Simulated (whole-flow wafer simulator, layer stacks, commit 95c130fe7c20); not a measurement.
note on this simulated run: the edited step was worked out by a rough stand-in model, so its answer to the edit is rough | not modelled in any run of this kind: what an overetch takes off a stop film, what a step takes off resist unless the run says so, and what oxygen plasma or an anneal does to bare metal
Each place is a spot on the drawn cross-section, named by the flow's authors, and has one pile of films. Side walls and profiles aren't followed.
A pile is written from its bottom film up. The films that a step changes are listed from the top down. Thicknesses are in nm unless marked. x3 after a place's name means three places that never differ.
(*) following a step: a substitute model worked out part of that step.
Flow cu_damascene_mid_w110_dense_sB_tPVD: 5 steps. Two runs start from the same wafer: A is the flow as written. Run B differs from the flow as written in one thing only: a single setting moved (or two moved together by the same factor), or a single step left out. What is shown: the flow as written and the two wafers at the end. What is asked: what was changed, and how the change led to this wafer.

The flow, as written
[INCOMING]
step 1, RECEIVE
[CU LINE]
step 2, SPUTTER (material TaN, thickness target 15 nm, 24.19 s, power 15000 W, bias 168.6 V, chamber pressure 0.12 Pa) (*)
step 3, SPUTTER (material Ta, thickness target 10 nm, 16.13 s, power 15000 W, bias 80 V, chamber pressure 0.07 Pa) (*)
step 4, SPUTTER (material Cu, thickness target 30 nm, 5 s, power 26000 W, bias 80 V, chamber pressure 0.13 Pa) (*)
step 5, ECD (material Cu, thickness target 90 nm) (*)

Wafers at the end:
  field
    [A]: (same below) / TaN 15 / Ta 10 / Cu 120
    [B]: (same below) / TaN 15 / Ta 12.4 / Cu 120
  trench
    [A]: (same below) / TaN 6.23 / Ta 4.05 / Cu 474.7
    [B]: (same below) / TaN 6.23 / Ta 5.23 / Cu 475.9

The reason: step 3, SPUTTER: power 18600 W was run, whereas the flow has power 15000 W.

The path from the change to this, step by step:
  step 3, SPUTTER (material Ta, thickness target 10 nm, 16.13 s, power 15000 W, bias 80 V, chamber pressure 0.07 Pa) (*)
      field: A +10 Ta (new film) | B +12.4 Ta (new film)
      trench: A +4.05 Ta (new film) | B +5.23 Ta (new film)
